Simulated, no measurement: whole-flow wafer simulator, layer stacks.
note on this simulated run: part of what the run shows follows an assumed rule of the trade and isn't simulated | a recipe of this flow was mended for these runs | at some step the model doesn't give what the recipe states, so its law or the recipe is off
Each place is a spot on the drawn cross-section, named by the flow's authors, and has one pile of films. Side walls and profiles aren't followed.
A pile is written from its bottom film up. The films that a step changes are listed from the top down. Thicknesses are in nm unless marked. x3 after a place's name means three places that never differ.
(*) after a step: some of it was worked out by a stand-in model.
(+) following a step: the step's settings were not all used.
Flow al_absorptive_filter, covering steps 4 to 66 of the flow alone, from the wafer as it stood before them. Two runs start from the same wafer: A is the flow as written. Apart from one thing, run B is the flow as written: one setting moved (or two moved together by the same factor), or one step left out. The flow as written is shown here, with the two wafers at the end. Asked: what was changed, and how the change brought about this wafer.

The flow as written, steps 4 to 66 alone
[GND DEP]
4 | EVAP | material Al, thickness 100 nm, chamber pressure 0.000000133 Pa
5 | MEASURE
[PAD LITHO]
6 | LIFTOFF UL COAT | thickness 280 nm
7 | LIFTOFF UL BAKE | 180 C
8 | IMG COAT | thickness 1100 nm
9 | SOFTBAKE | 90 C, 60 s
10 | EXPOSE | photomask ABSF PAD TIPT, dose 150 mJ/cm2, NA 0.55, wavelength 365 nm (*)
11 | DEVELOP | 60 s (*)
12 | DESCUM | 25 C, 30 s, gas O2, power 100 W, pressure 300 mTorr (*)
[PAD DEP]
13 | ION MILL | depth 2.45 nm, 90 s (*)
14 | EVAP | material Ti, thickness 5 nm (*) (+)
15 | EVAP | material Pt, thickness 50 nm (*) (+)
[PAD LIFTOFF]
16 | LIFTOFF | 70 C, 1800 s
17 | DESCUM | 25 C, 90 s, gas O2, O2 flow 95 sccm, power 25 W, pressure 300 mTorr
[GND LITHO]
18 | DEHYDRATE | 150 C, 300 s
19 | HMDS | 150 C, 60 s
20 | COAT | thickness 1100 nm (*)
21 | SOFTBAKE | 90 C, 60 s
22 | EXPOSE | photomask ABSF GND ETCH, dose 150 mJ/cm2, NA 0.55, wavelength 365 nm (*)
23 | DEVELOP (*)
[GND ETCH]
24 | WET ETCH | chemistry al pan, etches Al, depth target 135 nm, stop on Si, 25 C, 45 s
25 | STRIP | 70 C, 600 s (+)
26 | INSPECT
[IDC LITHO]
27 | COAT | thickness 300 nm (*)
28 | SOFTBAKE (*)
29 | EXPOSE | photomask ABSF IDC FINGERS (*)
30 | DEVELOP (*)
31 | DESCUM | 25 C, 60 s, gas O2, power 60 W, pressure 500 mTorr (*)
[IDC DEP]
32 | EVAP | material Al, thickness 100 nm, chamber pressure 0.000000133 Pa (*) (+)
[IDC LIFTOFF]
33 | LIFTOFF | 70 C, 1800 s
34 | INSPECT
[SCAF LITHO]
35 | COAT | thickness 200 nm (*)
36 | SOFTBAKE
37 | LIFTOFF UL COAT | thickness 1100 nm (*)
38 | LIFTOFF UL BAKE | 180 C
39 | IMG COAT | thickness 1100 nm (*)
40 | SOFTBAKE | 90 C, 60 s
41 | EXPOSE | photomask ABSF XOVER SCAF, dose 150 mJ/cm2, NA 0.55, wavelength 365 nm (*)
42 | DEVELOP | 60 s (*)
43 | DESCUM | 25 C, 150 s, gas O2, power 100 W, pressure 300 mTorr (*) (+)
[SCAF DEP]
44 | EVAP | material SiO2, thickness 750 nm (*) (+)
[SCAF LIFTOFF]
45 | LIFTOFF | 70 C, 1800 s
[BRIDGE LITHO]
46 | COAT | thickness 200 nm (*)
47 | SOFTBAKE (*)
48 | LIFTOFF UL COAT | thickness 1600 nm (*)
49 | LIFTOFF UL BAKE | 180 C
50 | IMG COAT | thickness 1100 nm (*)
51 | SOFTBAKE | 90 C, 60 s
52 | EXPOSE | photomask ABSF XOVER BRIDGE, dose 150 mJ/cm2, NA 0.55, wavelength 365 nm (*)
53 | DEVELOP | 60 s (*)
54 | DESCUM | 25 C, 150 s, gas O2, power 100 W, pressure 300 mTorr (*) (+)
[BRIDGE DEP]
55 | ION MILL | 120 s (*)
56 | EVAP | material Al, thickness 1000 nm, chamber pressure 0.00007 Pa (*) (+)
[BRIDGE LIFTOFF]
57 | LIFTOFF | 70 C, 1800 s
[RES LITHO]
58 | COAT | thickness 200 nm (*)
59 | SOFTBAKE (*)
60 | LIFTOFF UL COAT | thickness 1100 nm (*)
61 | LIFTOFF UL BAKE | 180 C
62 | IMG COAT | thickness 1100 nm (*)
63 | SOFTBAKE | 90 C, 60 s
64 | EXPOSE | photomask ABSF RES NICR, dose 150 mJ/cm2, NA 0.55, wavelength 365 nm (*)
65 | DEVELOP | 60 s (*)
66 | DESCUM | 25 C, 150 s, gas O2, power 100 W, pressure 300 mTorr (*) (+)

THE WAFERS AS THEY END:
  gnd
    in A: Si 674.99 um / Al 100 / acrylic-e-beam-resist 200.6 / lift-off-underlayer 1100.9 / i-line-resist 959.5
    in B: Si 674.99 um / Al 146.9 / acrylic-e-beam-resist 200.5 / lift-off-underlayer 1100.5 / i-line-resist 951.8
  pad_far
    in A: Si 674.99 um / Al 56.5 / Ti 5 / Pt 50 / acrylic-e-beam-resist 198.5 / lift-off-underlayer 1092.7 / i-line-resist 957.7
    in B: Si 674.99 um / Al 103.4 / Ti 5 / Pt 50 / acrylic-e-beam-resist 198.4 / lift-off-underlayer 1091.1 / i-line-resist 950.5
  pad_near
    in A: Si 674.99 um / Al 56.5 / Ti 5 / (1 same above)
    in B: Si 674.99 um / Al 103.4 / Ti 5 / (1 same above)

What caused this: step 4, EVAP: thickness 146.9 nm was run, though the flow has thickness 100 nm.
The wafer lets one read it off: gnd has Al 146.9, and step 4 as written asks for 100 nm.

Step by step, how the change led to this:
  4 | EVAP | material Al, thickness 100 nm, chamber pressure 0.000000133 Pa
      gnd, pad_far, pad_near and 11 more: A Al gains 100 (new film) | B Al gains 146.9 (new film)
  24 | WET ETCH | chemistry al pan, etches Al, depth target 135 nm, stop on Si, 25 C, 45 s
      res, xl_gap, idc_field, idc_line, idc_space: A Al loses 86.7 (all of it) | B Al loses 133.6 (all of it)
  27 | COAT | thickness 300 nm (*)
      ledge: A e-beam-resist gains 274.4 (new film) | B e-beam-resist gains 260.8 (new film)
      res: A e-beam-resist gains 349.6 (new film) | B e-beam-resist gains 371.3 (new film)
      (also at 2 further places)
  33 | LIFTOFF | 70 C, 1800 s
      ledge: A Al loses 100 (all of it), e-beam-resist loses 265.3 (all of it) | B Al loses 100 (all of it), e-beam-resist loses 251.8 (all of it)
      res: A Al loses 100 (all of it), e-beam-resist loses 340.6 (all of it) | B Al loses 100 (all of it), e-beam-resist loses 362.3 (all of it)
      (also at 2 further places)
  35 | COAT | thickness 200 nm (*)
      ledge: A acrylic-e-beam-resist gains 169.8 (new film) | B acrylic-e-beam-resist gains 155 (new film)
      res: A acrylic-e-beam-resist gains 231.4 (new film) | B acrylic-e-beam-resist gains 243.4 (new film)
      (also at 2 further places)
  43 | DESCUM | 25 C, 150 s, gas O2, power 100 W, pressure 300 mTorr (*) (+)
      gnd, pad_far, pad_near and 7 more: A i-line-resist loses 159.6 | B i-line-resist loses 177.3
      xl_gap: A acrylic-e-beam-resist loses 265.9 (all of it) | B acrylic-e-beam-resist loses 295.5 (all of it)
      (also at 1 further place)
  45 | LIFTOFF | 70 C, 1800 s
      ledge: A SiO2 loses 750 (all of it), i-line-resist loses 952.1 (all of it), lift-off-underlayer loses 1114 (all of it), acrylic-e-beam-resist loses 169.8 (all of it) | B SiO2 loses 750 (all of it), i-line-resist loses 941.1 (all of it), lift-off-underlayer loses 1118.7 (all of it), acrylic-e-beam-resist loses 155 (all of it)
      res: A SiO2 loses 750 (all of it), i-line-resist loses 956.3 (all of it), lift-off-underlayer loses 1148.2 (all of it), acrylic-e-beam-resist loses 231.4 (all of it) | B SiO2 loses 750 (all of it), i-line-resist loses 946.8 (all of it), lift-off-underlayer loses 1171.6 (all of it), acrylic-e-beam-resist loses 243.4 (all of it)
  46 | COAT | thickness 200 nm (*)
      ledge: A acrylic-e-beam-resist gains 169.8 (new film) | B acrylic-e-beam-resist gains 155 (new film)
      res: A acrylic-e-beam-resist gains 231.4 (new film) | B acrylic-e-beam-resist gains 243.4 (new film)
      (also at 2 further places)
  54 | DESCUM | 25 C, 150 s, gas O2, power 100 W, pressure 300 mTorr (*) (+)
      xl_gap: A acrylic-e-beam-resist loses 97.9 (all of it) | B acrylic-e-beam-resist loses 119 (all of it)
      xl_turn: A acrylic-e-beam-resist loses 141.8 (all of it) | B acrylic-e-beam-resist loses 135.1 (all of it)
  57 | LIFTOFF | 70 C, 1800 s
      ledge: A Al loses 1000 (all of it), i-line-resist loses 951.7 (all of it), lift-off-underlayer loses 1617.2 (all of it), acrylic-e-beam-resist loses 169.8 (all of it) | B Al loses 1000 (all of it), i-line-resist loses 957.1 (all of it), lift-off-underlayer loses 1623.8 (all of it), acrylic-e-beam-resist loses 155 (all of it)
      res: A Al loses 1000 (all of it), i-line-resist loses 954.3 (all of it), lift-off-underlayer loses 1653.2 (all of it), acrylic-e-beam-resist loses 231.4 (all of it) | B Al loses 1000 (all of it), i-line-resist loses 960.6 (all of it), lift-off-underlayer loses 1679.1 (all of it), acrylic-e-beam-resist loses 243.4 (all of it)
  58 | COAT | thickness 200 nm (*)
      ledge: A acrylic-e-beam-resist gains 169.8 (new film) | B acrylic-e-beam-resist gains 155 (new film)
      res: A acrylic-e-beam-resist gains 231.4 (new film) | B acrylic-e-beam-resist gains 243.4 (new film)
      (also at 2 further places)
  60 | LIFTOFF UL COAT | thickness 1100 nm (*)
      xl_gap: A lift-off-underlayer gains 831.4 (new film) | B lift-off-underlayer gains 857.1 (new film)
  66 | DESCUM | 25 C, 150 s, gas O2, power 100 W, pressure 300 mTorr (*) (+)
      gnd, pad_far, xa_field and 8 more: A i-line-resist loses 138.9 | B i-line-resist loses 146.1
      ledge: A acrylic-e-beam-resist loses 169.8 (all of it) | B acrylic-e-beam-resist loses 155 (all of it)
      (also at 1 further place)
